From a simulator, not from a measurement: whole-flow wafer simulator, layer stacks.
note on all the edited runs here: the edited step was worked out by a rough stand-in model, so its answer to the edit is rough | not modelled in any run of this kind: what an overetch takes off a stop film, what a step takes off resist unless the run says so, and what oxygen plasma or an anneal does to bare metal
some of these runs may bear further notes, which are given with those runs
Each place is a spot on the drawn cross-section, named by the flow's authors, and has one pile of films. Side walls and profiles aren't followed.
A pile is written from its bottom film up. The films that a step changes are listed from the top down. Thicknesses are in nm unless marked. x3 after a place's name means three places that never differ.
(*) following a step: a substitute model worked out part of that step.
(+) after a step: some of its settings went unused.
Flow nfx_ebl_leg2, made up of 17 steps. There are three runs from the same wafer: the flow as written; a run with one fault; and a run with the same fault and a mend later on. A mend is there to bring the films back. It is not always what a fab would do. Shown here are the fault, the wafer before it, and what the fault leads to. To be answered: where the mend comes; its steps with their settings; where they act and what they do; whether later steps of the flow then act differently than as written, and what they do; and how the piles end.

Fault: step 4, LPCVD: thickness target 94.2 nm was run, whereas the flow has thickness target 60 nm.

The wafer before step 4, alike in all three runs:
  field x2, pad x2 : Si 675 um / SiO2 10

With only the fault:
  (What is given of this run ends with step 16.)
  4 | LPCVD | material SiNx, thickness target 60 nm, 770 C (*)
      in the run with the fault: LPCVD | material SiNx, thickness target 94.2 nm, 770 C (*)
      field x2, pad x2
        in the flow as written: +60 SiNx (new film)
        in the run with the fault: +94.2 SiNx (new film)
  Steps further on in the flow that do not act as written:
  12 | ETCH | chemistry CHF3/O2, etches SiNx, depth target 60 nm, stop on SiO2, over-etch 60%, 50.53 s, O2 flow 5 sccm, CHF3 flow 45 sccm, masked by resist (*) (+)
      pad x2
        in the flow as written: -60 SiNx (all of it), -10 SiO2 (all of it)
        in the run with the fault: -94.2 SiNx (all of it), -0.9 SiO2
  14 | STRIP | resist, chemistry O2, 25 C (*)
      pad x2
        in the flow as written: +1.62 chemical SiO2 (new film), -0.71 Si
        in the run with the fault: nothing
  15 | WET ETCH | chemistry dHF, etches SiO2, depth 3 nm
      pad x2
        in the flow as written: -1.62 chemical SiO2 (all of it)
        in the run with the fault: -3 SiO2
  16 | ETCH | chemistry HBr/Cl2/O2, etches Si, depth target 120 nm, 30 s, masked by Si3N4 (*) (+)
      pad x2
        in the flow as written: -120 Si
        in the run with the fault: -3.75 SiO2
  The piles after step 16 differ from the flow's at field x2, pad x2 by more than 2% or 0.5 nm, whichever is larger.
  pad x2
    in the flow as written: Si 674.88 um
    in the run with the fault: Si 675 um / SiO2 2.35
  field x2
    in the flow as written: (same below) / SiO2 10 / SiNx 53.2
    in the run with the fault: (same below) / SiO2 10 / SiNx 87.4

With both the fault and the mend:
  The mend follows step 5.
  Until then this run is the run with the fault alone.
  5a | ETCH | chemistry h3po4, depth target 34.2 nm
      field x2, pad x2
        -34.2 SiNx
  Every later step of the flow that is run acts as written at every place that is followed.
  By the end, the piles equal the flow's at every place that both follow.
